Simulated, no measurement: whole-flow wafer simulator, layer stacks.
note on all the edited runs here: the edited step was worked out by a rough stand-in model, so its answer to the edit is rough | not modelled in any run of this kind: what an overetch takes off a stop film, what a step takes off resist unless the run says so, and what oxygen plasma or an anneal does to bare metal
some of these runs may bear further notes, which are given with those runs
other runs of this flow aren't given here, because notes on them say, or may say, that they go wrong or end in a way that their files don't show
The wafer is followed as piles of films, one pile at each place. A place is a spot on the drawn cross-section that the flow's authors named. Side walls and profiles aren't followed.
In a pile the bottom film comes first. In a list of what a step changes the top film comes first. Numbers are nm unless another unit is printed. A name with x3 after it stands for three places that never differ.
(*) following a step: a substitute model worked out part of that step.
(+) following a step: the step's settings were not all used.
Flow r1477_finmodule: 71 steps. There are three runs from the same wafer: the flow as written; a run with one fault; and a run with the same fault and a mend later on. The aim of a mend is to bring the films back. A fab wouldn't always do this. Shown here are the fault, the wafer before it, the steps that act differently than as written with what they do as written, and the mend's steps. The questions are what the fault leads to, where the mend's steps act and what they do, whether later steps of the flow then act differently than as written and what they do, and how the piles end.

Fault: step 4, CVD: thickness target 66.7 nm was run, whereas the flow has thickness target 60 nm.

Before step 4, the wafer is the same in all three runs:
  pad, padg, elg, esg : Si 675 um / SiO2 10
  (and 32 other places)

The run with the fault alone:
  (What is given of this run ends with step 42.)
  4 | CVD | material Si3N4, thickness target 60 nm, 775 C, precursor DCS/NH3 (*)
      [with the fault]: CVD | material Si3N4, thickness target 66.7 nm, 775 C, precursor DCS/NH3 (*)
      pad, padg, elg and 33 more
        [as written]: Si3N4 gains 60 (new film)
        [with the fault]: Si3N4 gains 66.7 (new film)
  Steps further on in the flow that do not act as written:
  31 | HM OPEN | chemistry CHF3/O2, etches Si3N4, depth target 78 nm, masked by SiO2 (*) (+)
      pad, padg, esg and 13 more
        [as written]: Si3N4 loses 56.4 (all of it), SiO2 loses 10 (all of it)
        [with the fault]: Si3N4 loses 63.1 (all of it), SiO2 loses 7.46
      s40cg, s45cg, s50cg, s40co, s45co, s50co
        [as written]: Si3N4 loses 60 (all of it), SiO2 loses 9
        [with the fault]: Si3N4 loses 66.7 (all of it), SiO2 loses 5.65
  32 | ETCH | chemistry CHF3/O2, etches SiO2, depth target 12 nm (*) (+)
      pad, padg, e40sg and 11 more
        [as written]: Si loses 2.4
        [with the fault]: SiO2 loses 2.54 (all of it), Si loses 1.89
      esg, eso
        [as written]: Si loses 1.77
        [with the fault]: SiO2 loses 2.54 (all of it), Si loses 1.89
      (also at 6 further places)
  The piles after step 42 differ from the flow's at elg, e40lg, e100lg and 11 more by more than 2% or 0.5 nm, whichever is larger.
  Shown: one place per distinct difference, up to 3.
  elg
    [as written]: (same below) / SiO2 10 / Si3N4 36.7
    [with the fault]: (same below) / SiO2 10 / Si3N4 43.4
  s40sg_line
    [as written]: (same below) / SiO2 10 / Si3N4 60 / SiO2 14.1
    [with the fault]: (same below) / SiO2 10 / Si3N4 66.7 / SiO2 14.1

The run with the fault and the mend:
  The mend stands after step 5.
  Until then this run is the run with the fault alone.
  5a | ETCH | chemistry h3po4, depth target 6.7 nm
      pad, padg, elg and 33 more
        Si3N4 loses 6.7
  None of the later steps of the flow acts differently than as written at any place that is followed.
  The piles end the same as the flow's at every place that both follow.
